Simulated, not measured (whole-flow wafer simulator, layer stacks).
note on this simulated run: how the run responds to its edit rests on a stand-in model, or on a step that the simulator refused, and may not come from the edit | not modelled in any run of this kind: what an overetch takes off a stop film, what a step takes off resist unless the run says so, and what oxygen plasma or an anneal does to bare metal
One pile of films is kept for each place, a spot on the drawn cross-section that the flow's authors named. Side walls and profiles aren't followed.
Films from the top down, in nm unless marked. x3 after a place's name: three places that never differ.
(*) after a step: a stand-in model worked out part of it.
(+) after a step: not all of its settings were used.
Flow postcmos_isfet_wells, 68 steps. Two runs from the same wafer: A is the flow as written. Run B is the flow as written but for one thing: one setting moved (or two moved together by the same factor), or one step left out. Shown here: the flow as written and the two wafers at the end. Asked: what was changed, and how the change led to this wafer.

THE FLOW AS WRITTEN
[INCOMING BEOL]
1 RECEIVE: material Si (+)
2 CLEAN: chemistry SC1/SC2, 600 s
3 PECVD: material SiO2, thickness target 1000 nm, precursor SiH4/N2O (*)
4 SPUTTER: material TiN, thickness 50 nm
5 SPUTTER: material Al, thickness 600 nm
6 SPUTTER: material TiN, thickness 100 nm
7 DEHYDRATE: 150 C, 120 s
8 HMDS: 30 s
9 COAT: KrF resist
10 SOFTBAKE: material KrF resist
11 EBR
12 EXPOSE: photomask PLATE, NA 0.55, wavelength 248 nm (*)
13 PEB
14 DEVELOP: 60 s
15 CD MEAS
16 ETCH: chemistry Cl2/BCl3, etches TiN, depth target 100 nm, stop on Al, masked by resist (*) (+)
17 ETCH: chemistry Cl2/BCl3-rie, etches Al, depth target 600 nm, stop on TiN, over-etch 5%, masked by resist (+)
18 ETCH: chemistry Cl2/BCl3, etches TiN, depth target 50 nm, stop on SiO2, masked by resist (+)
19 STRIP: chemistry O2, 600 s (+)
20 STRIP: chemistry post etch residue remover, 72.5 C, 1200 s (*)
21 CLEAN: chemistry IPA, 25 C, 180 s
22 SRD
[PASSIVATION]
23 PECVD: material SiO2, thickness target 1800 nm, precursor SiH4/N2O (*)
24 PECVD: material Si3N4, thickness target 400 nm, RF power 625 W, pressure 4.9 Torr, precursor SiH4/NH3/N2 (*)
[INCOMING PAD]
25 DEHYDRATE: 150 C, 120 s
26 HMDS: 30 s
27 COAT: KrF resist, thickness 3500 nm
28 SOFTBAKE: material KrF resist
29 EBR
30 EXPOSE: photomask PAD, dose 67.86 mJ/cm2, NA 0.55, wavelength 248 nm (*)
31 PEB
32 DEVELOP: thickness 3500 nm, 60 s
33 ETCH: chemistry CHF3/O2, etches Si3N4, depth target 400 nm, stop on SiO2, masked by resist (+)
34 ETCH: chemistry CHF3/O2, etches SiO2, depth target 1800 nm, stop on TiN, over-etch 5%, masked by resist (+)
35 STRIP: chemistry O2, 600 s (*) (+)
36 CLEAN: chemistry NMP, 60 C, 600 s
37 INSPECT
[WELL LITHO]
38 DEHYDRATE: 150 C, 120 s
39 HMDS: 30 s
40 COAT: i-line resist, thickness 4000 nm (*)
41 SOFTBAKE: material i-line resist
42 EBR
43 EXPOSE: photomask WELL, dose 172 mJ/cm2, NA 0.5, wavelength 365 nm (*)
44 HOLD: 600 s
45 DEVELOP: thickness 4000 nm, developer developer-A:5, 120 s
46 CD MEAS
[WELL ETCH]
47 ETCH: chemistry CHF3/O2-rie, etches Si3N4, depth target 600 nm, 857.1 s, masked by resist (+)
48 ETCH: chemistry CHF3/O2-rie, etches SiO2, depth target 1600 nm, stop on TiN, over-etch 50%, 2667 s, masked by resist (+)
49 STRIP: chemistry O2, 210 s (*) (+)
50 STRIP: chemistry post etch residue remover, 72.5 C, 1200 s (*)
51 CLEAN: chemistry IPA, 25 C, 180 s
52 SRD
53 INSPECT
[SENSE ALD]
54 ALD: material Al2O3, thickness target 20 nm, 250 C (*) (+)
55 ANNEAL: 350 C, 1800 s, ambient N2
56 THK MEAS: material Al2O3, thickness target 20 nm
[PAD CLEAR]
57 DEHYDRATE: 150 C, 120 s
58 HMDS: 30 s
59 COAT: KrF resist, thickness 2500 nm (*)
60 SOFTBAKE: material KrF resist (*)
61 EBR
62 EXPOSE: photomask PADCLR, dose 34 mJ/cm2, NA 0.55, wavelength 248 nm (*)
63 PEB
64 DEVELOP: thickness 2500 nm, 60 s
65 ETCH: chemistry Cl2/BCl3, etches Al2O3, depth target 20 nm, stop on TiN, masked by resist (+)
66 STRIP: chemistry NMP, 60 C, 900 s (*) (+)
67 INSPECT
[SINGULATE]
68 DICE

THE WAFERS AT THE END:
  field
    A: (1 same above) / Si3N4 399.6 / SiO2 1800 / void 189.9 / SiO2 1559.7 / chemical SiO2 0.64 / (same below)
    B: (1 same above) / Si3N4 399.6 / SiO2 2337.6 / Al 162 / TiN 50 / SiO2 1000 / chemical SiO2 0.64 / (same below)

The cause: step 17, ETCH: depth target 382.3 nm was run, where the flow has depth target 600 nm.

How the change led to this, step by step:
  17 ETCH: chemistry Cl2/BCl3-rie, etches Al, depth target 600 nm, stop on TiN, over-etch 5%, masked by resist (+)
      field: A Al -600 (all of it) | B Al -382.3
      margin, well900, well1300, well2000, well3000, pad_rim, pad_clr, pad_open: A KrF resist -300 | B KrF resist -191.1
  18 ETCH: chemistry Cl2/BCl3, etches TiN, depth target 50 nm, stop on SiO2, masked by resist (+)
      field: A TiN -50 (all of it) | B Al -50
  19 STRIP: chemistry O2, 600 s (+)
      margin, well900, well1300, well2000, well3000, pad_rim, pad_clr, pad_open: A KrF resist -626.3 (all of it) | B KrF resist -735.1 (all of it)
  20 STRIP: chemistry post etch residue remover, 72.5 C, 1200 s (*)
      field: A nothing | B Al -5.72
  23 PECVD: material SiO2, thickness target 1800 nm, precursor SiH4/N2O (*)
      field: A SiO2 +1800 (new film), void +189.9 (new film), SiO2 +559.7 | B SiO2 +2337.6 (new film)
Counting metal films that touch as one body, field has 1 body; the flow as written gives 0 bodies.
